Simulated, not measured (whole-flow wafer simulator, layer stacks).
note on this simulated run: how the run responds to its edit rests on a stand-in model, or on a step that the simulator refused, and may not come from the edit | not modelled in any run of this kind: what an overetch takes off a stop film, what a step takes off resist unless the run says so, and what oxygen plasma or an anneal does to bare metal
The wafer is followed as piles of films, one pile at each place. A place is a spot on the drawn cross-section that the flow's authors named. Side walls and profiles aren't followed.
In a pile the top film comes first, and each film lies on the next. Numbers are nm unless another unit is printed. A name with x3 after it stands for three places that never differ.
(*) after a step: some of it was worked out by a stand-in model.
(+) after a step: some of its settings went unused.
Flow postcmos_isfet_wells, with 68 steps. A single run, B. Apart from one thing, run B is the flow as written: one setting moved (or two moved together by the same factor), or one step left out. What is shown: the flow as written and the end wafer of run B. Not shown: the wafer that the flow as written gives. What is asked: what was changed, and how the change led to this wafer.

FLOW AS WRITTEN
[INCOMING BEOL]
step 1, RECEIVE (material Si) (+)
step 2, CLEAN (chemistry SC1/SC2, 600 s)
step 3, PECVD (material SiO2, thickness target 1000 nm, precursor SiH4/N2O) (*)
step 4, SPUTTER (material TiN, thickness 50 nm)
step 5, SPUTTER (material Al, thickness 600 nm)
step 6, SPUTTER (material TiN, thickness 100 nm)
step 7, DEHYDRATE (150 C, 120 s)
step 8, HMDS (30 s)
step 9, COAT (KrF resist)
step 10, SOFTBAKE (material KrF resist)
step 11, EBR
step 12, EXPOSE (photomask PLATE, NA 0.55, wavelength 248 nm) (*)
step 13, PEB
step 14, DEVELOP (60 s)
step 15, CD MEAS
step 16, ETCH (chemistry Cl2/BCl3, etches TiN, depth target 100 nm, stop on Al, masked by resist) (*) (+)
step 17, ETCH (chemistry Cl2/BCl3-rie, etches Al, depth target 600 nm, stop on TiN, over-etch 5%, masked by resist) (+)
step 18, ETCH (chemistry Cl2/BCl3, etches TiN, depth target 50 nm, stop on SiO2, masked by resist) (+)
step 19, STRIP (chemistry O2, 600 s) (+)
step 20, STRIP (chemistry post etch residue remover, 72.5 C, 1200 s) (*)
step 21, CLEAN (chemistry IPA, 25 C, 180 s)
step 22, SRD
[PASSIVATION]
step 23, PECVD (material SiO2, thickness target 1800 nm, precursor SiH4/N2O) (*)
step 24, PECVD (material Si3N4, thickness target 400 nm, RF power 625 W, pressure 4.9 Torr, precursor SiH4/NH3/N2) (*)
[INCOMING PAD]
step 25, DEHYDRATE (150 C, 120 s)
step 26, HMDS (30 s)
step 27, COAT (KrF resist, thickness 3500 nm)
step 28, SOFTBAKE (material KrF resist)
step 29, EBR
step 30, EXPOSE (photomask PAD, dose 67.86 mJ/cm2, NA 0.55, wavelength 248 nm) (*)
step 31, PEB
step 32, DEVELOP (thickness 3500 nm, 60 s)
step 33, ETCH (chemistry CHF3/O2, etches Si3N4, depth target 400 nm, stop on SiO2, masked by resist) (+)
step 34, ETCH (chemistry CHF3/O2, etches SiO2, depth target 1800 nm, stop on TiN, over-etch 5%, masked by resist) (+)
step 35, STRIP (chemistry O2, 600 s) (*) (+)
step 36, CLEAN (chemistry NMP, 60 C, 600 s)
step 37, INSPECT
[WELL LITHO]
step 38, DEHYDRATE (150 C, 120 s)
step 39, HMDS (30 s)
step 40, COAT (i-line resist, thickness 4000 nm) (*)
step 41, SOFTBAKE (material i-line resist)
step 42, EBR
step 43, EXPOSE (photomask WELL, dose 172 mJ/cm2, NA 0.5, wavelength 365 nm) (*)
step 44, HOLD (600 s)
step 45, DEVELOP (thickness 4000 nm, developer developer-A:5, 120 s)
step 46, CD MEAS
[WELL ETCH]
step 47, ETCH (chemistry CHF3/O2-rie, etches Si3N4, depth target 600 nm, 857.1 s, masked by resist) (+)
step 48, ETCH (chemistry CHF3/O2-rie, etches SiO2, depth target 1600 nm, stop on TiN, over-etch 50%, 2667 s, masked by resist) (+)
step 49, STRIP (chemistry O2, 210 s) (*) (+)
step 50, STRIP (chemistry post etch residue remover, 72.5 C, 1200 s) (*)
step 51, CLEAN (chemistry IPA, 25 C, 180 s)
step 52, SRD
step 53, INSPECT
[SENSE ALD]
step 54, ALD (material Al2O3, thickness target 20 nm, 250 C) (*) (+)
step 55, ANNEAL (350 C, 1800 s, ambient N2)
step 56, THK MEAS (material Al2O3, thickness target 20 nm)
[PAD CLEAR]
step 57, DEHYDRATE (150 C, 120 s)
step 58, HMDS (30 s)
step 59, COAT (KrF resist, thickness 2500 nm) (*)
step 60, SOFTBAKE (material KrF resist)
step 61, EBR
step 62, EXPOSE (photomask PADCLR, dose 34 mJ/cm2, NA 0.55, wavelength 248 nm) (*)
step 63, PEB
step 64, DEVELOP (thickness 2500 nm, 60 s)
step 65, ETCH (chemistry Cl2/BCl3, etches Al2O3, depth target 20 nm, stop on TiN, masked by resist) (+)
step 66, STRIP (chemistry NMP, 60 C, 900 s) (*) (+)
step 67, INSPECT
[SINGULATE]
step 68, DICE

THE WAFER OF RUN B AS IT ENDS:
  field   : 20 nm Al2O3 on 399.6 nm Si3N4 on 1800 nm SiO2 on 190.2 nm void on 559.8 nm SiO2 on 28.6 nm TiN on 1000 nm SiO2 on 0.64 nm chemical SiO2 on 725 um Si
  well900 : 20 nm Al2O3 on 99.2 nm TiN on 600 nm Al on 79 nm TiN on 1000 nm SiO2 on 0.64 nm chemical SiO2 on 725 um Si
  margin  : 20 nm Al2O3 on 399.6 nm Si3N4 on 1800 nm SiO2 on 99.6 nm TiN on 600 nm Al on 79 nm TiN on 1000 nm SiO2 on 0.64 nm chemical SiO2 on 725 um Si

Cause: step 4, SPUTTER: thickness 79 nm was run, whereas the flow has thickness 50 nm.
One can read it off the wafer: well900 has TiN 79, and step 4 as written asks for 50 nm.

The path from the change to this, step by step:
  step 4, SPUTTER (material TiN, thickness 50 nm)
      field, margin, well900, well1300 x3, pad_rim, pad_clr, pad_open: TiN gains 79 (new film) (as written it would have been: TiN gains 50 (new film))
  step 18, ETCH (chemistry Cl2/BCl3, etches TiN, depth target 50 nm, stop on SiO2, masked by resist) (+)
      field: TiN loses 50 (as written it would have been: TiN loses 50 (all of it))
  step 23, PECVD (material SiO2, thickness target 1800 nm, precursor SiH4/N2O) (*)
      field: SiO2 gains 1800 (new film), void gains 190.2 (new film), SiO2 gains 559.8 (new film) (as written it would have been: SiO2 gains 1800 (new film), void gains 189.9 (new film), SiO2 gains 559.7)
Taking metal films that touch as one body, field has 1 body; the flow as written gives 0 bodies.
